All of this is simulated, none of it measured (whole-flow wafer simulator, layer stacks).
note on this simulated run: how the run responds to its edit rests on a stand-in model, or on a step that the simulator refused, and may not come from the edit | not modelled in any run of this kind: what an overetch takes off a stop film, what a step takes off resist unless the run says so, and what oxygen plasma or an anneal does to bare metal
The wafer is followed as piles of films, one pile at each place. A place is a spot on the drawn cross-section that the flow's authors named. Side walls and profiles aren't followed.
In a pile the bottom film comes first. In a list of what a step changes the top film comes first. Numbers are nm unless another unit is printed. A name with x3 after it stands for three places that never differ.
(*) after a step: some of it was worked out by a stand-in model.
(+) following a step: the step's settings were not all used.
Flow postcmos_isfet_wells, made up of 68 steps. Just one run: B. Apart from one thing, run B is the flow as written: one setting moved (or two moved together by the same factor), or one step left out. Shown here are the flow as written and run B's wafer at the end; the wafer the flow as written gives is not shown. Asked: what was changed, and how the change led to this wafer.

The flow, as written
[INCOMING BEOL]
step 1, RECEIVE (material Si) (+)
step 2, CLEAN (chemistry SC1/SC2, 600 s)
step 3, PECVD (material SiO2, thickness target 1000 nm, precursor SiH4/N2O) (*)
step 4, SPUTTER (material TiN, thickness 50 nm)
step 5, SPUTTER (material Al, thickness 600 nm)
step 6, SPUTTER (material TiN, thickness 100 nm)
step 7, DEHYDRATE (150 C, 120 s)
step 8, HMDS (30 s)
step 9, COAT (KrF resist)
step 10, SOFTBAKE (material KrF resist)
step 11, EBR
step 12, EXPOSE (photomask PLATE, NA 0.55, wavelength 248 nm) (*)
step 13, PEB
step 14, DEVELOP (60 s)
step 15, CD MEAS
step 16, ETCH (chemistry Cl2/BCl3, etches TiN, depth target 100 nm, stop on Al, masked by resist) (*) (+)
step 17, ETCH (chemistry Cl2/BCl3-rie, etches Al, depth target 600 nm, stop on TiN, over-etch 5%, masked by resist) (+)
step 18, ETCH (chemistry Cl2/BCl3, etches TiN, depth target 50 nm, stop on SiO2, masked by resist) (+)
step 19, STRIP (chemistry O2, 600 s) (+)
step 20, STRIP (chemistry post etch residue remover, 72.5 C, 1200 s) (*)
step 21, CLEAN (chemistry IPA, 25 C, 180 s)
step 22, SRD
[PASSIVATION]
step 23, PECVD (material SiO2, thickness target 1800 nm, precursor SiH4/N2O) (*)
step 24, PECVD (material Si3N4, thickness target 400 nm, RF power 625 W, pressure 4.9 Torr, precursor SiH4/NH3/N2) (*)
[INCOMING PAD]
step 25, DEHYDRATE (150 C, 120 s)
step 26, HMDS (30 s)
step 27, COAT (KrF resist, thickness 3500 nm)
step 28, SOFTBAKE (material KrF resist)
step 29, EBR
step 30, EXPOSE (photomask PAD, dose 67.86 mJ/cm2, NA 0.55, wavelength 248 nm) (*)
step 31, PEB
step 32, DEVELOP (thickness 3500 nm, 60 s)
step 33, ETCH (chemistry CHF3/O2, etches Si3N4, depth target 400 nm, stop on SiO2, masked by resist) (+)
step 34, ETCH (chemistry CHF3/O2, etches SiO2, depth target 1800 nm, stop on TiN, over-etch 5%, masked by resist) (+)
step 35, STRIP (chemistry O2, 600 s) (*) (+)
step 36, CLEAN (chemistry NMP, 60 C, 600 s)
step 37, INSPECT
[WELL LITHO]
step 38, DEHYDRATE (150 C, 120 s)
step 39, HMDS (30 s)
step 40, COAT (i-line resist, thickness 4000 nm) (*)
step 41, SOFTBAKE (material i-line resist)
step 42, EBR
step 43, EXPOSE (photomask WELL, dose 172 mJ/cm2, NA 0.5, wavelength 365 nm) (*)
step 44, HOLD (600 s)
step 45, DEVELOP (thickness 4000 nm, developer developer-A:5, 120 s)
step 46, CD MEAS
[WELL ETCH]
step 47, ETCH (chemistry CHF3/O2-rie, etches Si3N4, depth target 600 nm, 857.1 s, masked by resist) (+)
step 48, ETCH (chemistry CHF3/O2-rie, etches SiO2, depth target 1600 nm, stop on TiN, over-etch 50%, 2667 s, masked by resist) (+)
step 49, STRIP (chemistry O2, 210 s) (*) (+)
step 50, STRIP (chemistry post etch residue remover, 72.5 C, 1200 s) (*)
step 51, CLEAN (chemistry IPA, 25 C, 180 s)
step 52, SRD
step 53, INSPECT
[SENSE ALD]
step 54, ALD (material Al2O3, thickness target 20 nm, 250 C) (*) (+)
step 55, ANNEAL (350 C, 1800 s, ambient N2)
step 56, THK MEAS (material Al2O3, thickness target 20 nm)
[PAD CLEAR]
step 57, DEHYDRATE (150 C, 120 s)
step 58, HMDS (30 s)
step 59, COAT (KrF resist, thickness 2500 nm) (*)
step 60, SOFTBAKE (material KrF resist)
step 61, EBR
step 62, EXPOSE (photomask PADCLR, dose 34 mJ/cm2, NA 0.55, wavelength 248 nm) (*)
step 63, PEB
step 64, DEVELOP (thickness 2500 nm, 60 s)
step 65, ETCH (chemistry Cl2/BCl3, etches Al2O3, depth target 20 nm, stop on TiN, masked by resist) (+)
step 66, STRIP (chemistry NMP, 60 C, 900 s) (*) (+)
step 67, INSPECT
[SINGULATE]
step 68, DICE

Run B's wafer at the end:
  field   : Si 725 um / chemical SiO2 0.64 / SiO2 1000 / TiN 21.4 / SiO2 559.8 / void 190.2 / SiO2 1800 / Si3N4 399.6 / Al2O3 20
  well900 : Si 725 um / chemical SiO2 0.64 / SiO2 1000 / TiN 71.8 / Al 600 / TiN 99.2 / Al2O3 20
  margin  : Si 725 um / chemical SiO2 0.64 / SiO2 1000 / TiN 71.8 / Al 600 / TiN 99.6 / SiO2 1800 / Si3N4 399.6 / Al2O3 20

The reason: step 4, SPUTTER: thickness 71.8 nm was run, though the flow has thickness 50 nm.
One can read it off the wafer: well900 has TiN 71.8, and step 4 as written asks for 50 nm.

The path from the change to this, step by step:
  step 4, SPUTTER (material TiN, thickness 50 nm)
      field, margin, well900, well1300 x3, pad_rim, pad_clr, pad_open: +71.8 TiN (new film) (it would be, as written: +50 TiN (new film))
  step 18, ETCH (chemistry Cl2/BCl3, etches TiN, depth target 50 nm, stop on SiO2, masked by resist) (+)
      field: -50 TiN (it would be, as written: -50 TiN (all of it))
  step 23, PECVD (material SiO2, thickness target 1800 nm, precursor SiH4/N2O) (*)
      field: +1800 SiO2 (new film), +190.2 void (new film), +559.8 SiO2 (new film) (it would be, as written: +1800 SiO2 (new film), +189.9 void (new film), +559.7 SiO2)
If metal films that touch count as one body, field has 1 body; the flow as written gives 0 bodies.
